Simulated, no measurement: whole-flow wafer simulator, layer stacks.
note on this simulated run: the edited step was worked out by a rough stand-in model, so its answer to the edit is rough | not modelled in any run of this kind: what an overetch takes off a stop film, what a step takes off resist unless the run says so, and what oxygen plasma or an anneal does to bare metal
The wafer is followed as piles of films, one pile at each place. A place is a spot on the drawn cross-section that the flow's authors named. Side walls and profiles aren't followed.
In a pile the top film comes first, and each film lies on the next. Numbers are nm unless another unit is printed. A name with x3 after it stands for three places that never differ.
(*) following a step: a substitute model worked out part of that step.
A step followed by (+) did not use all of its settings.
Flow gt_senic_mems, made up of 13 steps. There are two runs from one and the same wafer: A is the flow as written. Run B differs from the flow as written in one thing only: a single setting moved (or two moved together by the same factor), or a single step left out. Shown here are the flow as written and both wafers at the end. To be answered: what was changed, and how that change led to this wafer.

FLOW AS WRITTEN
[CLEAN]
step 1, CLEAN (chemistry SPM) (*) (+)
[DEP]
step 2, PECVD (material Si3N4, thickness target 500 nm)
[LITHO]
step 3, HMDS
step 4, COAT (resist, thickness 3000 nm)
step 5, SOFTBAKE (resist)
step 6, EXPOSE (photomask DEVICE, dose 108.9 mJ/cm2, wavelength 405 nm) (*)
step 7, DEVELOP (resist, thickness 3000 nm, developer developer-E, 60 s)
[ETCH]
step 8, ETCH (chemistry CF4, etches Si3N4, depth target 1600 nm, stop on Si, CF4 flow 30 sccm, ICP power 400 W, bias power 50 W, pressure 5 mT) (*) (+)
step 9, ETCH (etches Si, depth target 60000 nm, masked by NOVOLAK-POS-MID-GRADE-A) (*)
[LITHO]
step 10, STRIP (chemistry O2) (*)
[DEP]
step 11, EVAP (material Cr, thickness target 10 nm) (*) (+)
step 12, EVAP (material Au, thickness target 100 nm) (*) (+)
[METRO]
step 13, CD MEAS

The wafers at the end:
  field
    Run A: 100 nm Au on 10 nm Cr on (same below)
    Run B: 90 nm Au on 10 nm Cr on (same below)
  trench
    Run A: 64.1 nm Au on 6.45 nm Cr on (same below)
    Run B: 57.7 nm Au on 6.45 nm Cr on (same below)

Cause: step 12, EVAP: thickness target 90 nm was run, whereas the flow has thickness target 100 nm.
The wafer lets one read it off: field has Au 90, and step 12 as written asks for 100 nm.

The path from the change to this, step by step:
  step 12, EVAP (material Au, thickness target 100 nm) (*) (+)
      field: A +100 Au (new film) | B +90 Au (new film)
      trench: A +64.1 Au (new film) | B +57.7 Au (new film)
